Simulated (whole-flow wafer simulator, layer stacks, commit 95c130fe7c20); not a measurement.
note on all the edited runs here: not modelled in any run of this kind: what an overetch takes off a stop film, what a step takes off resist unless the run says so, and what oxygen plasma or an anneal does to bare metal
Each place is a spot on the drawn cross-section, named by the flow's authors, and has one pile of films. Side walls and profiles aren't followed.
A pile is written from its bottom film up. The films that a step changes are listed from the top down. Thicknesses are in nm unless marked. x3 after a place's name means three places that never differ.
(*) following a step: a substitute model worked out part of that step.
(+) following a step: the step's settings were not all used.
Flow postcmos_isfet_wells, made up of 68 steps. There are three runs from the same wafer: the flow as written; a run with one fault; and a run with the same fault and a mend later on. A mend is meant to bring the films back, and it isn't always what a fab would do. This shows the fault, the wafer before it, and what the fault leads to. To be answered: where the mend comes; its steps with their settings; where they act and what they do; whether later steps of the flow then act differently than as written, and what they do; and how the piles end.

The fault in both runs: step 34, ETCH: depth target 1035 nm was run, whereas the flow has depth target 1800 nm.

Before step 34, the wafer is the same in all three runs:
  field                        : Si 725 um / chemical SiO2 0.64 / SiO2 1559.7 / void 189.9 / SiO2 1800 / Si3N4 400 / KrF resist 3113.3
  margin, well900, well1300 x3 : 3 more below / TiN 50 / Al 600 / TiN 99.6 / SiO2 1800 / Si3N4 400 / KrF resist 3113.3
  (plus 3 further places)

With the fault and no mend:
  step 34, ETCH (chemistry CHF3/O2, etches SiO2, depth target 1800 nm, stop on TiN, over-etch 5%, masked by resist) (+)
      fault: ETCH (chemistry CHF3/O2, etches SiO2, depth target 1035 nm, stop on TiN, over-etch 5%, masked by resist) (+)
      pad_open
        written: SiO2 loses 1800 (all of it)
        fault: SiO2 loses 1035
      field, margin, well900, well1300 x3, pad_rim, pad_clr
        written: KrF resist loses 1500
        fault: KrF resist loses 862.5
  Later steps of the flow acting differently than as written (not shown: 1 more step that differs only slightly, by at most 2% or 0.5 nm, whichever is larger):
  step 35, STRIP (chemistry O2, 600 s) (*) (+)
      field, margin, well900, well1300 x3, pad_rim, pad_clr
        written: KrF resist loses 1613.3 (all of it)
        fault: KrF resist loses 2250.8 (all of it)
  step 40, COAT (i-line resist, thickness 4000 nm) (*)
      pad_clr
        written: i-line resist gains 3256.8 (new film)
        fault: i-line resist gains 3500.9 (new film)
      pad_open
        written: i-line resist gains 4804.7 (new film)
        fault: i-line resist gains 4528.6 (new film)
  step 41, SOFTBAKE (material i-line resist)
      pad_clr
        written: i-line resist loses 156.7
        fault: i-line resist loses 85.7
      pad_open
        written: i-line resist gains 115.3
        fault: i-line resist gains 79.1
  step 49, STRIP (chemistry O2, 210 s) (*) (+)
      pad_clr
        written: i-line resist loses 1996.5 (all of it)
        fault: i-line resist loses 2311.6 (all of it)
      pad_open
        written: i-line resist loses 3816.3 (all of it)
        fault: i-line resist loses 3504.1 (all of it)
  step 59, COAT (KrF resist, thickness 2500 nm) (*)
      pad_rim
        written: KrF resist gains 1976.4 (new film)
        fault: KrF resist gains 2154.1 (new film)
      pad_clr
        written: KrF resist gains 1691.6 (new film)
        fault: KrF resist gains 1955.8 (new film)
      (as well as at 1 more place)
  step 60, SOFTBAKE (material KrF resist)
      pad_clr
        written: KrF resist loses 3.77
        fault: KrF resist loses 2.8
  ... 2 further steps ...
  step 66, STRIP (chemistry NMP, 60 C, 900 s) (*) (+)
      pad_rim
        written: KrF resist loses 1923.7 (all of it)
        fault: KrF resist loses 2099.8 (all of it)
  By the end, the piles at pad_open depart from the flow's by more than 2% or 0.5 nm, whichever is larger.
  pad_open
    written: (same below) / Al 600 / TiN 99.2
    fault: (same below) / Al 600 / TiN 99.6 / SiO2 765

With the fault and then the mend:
  After step 34 comes the mend.
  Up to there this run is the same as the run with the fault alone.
  step 34a, ETCH (chemistry CHF3/O2, etches SiO2, depth target 765 nm, stop on TiN, over-etch 5%, masked by resist) (the flow's step 34, run once more with other settings)
      field, margin, well900, well1300 x3, pad_rim, pad_clr
        KrF resist loses 637.5
      pad_open
        SiO2 loses 765 (all of it)
  Later steps of the flow that are run all act as written at every place that is followed.
  The piles end the same as the flow's at every place that both follow.
